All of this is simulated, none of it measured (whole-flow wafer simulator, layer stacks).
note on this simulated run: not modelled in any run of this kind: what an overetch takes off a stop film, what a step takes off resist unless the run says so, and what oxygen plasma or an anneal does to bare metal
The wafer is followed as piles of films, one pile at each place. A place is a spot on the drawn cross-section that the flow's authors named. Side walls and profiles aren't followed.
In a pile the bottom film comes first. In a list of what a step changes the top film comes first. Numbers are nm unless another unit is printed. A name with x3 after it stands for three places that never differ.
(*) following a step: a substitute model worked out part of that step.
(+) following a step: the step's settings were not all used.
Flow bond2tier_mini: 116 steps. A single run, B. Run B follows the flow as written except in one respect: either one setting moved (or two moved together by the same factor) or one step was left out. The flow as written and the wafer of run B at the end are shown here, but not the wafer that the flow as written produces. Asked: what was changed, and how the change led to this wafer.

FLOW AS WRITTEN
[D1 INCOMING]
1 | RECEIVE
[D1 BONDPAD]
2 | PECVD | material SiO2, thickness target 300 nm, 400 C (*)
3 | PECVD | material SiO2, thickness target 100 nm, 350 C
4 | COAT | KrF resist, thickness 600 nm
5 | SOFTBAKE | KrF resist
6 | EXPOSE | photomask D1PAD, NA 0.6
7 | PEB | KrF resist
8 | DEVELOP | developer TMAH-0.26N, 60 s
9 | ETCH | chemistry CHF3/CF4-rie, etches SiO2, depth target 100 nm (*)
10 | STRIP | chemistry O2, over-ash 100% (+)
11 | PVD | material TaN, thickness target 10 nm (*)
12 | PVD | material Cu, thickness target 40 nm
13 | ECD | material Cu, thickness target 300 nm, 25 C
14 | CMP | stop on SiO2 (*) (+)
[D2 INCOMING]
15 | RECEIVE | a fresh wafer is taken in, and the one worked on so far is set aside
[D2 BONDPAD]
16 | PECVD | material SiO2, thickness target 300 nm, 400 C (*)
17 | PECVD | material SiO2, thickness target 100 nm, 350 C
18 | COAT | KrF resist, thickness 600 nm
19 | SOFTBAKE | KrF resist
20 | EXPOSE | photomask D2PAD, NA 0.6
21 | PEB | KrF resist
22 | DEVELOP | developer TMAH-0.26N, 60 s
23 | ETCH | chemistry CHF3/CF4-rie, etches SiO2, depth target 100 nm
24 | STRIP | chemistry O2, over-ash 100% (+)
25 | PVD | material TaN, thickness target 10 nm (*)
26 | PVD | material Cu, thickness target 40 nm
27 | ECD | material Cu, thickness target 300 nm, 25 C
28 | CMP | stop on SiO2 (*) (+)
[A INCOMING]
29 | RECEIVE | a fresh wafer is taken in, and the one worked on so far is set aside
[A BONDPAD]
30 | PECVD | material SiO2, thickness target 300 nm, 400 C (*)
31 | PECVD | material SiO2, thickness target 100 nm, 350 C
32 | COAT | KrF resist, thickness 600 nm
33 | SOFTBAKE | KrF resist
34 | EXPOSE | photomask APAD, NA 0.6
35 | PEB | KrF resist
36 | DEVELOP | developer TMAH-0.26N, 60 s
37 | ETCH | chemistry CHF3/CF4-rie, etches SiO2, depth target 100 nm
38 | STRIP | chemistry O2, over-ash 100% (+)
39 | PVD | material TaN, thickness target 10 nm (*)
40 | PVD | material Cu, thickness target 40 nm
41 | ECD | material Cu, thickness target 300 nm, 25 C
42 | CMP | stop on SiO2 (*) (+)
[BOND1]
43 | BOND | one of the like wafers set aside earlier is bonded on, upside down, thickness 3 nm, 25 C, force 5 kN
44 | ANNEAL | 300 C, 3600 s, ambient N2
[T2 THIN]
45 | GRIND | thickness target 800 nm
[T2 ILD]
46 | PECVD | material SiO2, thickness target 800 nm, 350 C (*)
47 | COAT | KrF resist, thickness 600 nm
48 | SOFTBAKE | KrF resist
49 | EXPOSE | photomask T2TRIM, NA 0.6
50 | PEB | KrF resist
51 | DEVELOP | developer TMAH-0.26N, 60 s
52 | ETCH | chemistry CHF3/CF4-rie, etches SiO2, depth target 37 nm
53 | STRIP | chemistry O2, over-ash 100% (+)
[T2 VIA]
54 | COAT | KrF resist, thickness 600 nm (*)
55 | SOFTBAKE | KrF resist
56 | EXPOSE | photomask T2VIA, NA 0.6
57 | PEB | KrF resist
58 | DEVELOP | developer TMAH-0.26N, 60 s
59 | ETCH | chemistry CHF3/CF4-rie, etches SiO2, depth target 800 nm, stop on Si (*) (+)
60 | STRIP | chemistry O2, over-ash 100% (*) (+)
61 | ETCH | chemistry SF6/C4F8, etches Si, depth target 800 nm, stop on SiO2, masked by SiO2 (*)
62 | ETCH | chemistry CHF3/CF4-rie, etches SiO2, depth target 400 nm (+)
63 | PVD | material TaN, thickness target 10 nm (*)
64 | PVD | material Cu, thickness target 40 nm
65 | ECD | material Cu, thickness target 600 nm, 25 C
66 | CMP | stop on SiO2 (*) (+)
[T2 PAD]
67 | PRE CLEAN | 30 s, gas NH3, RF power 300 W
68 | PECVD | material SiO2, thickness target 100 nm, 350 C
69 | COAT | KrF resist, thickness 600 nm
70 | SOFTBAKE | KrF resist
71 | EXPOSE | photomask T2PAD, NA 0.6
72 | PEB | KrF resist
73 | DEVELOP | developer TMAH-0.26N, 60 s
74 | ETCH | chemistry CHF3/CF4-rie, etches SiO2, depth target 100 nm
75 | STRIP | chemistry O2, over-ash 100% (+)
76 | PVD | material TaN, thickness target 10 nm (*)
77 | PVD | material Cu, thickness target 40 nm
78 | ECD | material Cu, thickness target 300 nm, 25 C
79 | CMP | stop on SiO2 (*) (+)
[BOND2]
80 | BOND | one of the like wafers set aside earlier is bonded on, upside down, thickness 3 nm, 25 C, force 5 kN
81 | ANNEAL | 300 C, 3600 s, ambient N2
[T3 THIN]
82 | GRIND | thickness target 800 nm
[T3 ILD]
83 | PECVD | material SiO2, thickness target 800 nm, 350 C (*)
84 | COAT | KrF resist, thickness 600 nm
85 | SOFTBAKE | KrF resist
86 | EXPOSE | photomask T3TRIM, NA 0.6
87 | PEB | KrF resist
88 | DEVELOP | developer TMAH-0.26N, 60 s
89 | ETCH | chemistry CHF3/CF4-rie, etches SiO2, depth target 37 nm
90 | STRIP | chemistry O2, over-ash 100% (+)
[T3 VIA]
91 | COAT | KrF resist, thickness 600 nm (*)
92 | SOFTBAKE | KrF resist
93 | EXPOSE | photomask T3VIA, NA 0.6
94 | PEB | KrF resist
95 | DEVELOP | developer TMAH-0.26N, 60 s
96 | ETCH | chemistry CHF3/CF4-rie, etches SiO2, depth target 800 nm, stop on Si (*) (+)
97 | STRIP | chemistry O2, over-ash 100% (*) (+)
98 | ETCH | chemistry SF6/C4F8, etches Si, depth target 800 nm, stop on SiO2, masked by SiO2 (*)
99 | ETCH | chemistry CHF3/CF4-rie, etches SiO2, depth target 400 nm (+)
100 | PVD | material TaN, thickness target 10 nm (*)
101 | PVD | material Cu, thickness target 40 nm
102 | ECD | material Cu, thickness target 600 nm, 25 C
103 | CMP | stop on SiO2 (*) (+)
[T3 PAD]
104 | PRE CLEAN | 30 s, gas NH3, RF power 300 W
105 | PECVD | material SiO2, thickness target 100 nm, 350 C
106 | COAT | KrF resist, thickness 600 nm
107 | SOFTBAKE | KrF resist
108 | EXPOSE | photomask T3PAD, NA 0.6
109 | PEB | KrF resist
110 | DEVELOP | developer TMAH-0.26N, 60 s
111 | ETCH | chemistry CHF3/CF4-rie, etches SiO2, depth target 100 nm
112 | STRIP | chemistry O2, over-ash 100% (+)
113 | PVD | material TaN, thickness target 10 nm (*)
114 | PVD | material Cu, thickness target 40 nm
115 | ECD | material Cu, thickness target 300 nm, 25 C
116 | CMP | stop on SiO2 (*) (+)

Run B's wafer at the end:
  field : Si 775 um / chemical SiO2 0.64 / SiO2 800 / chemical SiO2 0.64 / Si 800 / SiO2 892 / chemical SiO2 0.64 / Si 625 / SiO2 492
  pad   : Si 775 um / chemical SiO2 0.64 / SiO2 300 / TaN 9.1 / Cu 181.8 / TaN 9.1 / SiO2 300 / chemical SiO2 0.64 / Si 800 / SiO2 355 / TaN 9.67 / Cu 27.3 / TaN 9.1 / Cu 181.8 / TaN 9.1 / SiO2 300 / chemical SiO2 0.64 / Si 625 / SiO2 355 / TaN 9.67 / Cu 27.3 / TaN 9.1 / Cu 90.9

The reason: step 82, GRIND: thickness target 625 nm was run, though the flow has thickness target 800 nm.
The wafer lets one read it off: field has Si 625, and step 82 as written asks for 800 nm.

How this came from the change, step by step:
  82 | GRIND | thickness target 800 nm
      field, pad: -774.38 um Si (it would be, as written: -774.2 um Si)
